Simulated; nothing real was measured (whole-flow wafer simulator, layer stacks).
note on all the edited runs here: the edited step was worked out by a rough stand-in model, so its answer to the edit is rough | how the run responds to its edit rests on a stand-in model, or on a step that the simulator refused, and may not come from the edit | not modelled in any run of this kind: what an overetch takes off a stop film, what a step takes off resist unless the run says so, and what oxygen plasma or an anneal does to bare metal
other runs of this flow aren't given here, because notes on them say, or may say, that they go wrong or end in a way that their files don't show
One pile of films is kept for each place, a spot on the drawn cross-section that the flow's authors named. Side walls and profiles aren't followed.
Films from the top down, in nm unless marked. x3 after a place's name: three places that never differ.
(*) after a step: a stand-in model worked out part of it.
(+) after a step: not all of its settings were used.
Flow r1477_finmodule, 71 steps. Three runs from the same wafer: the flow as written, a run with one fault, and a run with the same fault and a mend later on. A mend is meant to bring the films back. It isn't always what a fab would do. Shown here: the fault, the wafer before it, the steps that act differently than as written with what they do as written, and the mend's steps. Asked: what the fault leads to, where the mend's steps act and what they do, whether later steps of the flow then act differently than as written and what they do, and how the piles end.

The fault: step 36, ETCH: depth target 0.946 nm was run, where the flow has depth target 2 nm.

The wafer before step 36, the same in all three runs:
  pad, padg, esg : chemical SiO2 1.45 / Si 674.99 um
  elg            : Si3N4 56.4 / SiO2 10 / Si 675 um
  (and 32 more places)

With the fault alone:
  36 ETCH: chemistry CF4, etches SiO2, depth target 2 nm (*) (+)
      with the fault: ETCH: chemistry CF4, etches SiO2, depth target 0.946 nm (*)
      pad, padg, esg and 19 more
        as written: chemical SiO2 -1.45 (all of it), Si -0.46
        with the fault: chemical SiO2 -0.95
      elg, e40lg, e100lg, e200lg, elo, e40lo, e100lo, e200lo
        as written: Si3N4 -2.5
        with the fault: Si3N4 -1.18
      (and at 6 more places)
  Later steps of the flow that act differently than as written (9 more steps differ only slightly, by at most 2% or 0.5 nm, whichever is larger, and aren't shown):
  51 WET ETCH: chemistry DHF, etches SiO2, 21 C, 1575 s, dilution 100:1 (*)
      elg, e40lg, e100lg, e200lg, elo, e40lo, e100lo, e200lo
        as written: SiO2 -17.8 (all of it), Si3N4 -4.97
        with the fault: SiO2 -16.5 (all of it), Si3N4 -5.08
  At the end the piles differ from the flow's by more than 2% or 0.5 nm, whichever is larger, at elg, e40lg, e100lg, e200lg, elo, e40lo, e100lo, e200lo.
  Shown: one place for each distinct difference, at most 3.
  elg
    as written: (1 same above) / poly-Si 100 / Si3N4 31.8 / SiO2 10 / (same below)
    with the fault: (1 same above) / poly-Si 100 / Si3N4 33 / SiO2 10 / (same below)
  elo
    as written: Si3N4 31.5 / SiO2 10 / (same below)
    with the fault: Si3N4 32.8 / SiO2 10 / (same below)

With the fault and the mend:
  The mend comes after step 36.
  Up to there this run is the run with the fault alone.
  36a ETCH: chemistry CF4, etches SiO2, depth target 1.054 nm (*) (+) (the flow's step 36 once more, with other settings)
      pad, padg, esg and 19 more
        chemical SiO2 -0.5 (all of it), Si -0.46
      elg, e40lg, e100lg, e200lg, elo, e40lo, e100lo, e200lo
        Si3N4 -1.32
      s40sg_line, s45sg_line, s50sg_line, s40so_line, s45so_line, s50so_line
        SiO2 -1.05
  No later step of the flow acts differently than as written at any place that is followed.
  At the end the piles are the same as the flow's at every place that both follow.
